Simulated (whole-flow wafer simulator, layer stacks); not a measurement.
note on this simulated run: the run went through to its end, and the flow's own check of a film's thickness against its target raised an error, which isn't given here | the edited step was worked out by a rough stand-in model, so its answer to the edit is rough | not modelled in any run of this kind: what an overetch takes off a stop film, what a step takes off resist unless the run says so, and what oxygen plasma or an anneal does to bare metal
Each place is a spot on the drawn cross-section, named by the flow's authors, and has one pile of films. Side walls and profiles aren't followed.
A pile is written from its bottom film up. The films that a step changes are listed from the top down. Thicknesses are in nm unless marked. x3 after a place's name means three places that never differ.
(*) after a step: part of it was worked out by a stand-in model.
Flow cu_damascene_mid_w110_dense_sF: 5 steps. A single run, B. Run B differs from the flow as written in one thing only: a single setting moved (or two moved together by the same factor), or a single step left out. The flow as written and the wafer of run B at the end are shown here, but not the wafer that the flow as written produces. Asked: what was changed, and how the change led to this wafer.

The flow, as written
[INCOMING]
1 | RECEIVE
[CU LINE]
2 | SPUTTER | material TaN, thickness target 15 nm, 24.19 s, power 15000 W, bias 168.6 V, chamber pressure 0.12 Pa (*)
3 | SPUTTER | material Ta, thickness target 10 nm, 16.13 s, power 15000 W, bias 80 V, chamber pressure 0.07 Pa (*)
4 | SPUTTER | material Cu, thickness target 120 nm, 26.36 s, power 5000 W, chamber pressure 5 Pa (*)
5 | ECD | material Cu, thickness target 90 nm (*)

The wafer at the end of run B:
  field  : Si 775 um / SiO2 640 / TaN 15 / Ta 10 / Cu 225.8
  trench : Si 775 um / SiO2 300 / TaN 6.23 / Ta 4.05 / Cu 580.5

What caused this: step 5, ECD: thickness target 105.8 nm was run, whereas the flow has thickness target 90 nm.

Step by step, how the change led to this:
  5 | ECD | material Cu, thickness target 90 nm (*)
      field: Cu gains 105.8 (as written it would have been: Cu gains 90)
      trench: Cu gains 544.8 (as written it would have been: Cu gains 529)
